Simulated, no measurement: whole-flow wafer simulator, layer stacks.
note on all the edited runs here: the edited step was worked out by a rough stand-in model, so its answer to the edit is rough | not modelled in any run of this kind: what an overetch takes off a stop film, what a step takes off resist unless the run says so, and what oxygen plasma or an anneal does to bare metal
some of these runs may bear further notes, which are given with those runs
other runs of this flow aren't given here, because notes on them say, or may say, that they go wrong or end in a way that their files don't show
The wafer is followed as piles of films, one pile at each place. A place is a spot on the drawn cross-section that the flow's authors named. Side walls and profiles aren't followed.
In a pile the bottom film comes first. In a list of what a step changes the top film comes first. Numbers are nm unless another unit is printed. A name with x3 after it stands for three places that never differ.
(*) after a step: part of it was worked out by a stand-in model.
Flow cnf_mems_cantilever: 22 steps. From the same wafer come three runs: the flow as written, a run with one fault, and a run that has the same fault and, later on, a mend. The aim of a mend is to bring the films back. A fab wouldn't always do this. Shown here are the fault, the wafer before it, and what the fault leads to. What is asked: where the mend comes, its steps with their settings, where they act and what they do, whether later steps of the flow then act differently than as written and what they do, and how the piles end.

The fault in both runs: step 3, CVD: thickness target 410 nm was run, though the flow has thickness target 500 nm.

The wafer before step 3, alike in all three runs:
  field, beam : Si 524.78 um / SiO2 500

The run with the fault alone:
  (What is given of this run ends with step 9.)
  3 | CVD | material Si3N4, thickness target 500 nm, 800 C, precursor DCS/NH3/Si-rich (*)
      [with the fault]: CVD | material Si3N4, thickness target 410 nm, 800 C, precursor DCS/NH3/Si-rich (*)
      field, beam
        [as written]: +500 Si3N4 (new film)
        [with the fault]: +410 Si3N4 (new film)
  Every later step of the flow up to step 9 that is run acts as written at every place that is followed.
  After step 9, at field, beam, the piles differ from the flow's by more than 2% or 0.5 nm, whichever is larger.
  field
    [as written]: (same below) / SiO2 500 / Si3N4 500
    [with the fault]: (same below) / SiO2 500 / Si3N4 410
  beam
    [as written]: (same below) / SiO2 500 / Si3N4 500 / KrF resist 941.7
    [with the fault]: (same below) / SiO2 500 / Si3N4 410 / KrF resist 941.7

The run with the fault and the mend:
  After step 9 comes the mend.
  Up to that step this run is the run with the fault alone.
  9a | STRIP | chemistry O2, power 800 W (*)
      beam
        -941.7 KrF resist (all of it)
  9b | CLEAN | chemistry SC1/SC2 (*) (the flow's step 1, run once more)
      alters no film at any place that is followed
  9c | CVD | material Si3N4, thickness target 90 nm, 800 C, precursor DCS/NH3/Si-rich (*) (the flow's step 3, run once more with other settings)
      field, beam
        +90 Si3N4
  9d | HMDS (the flow's step 4, run once more)
      alters no film at any place that is followed
  9e | COAT | KrF resist, thickness 1000 nm (the flow's step 5, run once more)
      field, beam
        +1000 KrF resist (new film)
  9f | SOFTBAKE | KrF resist (the flow's step 6, run once more)
      alters no film at any place that is followed
  9g | EXPOSE | photomask CANTILEVER (the flow's step 7, run once more)
      alters no film at any place that is followed
  9h | PEB | KrF resist, 135 C, 90 s (the flow's step 8, run once more)
      field, beam
        -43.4 KrF resist
  9i | DEVELOP | developer TMAH-0.26N, 60 s (the flow's step 9, run once more)
      field
        -956.6 KrF resist (all of it)
      beam
        -14.9 KrF resist
  Every later step of the flow that is run acts as written at every place that is followed.
  By the end, the piles equal the flow's at every place that both follow.
